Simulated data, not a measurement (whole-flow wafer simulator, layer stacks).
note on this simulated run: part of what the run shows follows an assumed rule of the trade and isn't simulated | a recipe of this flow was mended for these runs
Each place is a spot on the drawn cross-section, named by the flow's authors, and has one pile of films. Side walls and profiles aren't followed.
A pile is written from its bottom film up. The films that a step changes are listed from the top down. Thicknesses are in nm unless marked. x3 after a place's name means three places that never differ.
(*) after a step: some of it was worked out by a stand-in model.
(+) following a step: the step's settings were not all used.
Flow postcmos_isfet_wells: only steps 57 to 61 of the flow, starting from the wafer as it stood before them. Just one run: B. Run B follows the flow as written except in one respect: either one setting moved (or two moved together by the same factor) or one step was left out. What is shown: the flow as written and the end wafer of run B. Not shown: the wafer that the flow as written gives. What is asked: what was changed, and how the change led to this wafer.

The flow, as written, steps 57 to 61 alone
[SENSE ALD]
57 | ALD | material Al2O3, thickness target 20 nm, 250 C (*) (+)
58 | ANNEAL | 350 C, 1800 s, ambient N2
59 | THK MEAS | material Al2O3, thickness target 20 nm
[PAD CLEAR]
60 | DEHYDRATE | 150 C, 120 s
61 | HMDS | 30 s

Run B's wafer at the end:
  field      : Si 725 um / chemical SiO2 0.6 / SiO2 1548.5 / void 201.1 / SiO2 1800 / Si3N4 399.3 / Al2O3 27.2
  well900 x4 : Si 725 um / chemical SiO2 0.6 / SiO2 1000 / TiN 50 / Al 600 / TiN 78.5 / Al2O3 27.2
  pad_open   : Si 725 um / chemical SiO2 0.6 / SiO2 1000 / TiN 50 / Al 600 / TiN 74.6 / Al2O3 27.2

Cause: step 57, ALD: thickness target 27.25 nm was run, while the flow as written has thickness target 20 nm.
The wafer itself shows it: field has Al2O3 27.2, and step 57 as written asks for 20 nm.

The path from the change to this, step by step:
  57 | ALD | material Al2O3, thickness target 20 nm, 250 C (*) (+)
      field, margin x3, well900 x4, pad_open: +27.2 Al2O3 (new film) (in the flow as written it would be: +20 Al2O3 (new film))
